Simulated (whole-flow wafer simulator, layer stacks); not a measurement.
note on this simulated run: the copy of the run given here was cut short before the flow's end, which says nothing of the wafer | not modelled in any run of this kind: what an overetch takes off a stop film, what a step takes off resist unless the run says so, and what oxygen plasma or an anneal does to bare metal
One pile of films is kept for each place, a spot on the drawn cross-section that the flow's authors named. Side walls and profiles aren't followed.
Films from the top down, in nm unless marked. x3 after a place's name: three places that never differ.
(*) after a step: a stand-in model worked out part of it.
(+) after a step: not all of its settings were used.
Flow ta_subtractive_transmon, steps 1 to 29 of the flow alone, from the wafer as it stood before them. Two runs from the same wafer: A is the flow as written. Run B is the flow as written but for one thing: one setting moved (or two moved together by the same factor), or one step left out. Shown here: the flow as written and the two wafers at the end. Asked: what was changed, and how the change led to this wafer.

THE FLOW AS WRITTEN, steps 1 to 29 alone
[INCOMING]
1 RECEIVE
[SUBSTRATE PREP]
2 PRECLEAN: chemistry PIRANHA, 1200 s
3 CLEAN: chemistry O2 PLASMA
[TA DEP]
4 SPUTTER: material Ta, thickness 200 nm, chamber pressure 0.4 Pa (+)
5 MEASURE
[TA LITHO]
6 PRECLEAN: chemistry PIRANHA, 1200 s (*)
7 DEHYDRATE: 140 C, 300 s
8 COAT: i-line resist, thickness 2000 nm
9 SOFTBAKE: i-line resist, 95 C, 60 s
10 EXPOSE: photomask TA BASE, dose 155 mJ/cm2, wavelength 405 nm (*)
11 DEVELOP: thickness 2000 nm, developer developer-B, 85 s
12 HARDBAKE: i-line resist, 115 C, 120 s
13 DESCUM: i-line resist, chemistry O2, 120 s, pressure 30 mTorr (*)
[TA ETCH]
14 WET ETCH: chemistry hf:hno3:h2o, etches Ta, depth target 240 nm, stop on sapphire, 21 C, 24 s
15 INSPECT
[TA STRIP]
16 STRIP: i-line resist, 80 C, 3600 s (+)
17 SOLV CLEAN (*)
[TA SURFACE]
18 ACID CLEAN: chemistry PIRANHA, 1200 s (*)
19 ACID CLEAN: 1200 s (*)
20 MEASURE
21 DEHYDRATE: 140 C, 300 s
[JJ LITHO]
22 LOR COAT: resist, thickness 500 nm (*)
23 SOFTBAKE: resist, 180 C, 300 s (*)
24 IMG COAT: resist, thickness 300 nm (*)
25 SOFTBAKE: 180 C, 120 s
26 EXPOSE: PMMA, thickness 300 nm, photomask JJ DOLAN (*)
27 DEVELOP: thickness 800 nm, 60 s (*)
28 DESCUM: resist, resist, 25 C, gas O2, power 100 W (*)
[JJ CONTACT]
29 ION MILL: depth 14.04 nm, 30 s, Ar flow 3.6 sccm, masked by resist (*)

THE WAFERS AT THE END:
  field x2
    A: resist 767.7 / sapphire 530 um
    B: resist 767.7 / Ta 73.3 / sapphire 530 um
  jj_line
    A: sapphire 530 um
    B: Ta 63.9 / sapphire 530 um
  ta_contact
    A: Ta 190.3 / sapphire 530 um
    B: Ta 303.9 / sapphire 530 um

The cause: step 4, SPUTTER: thickness 313.6 nm was run, where the flow has thickness 200 nm.

How the change led to this, step by step:
  4 SPUTTER: material Ta, thickness 200 nm, chamber pressure 0.4 Pa (+)
      field x2, jj_line, lead, ta_contact, ta_pad: A Ta +200 (new film) | B Ta +313.6 (new film)
  14 WET ETCH: chemistry hf:hno3:h2o, etches Ta, depth target 240 nm, stop on sapphire, 21 C, 24 s
      field x2, jj_line, lead: A Ta -200 (all of it) | B Ta -240
  22 LOR COAT: resist, thickness 500 nm (*)
      ta_contact: A resist +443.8 (new film) | B resist +433.7 (new film)
  29 ION MILL: depth 14.04 nm, 30 s, Ar flow 3.6 sccm, masked by resist (*)
      jj_line, lead: A sapphire -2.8 | B Ta -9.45
Counting metal films that touch as one body, field x2 has 1 body; the flow as written gives 0 bodies.
Counting metal films that touch as one body, jj_line has 1 body; the flow as written gives 0 bodies.
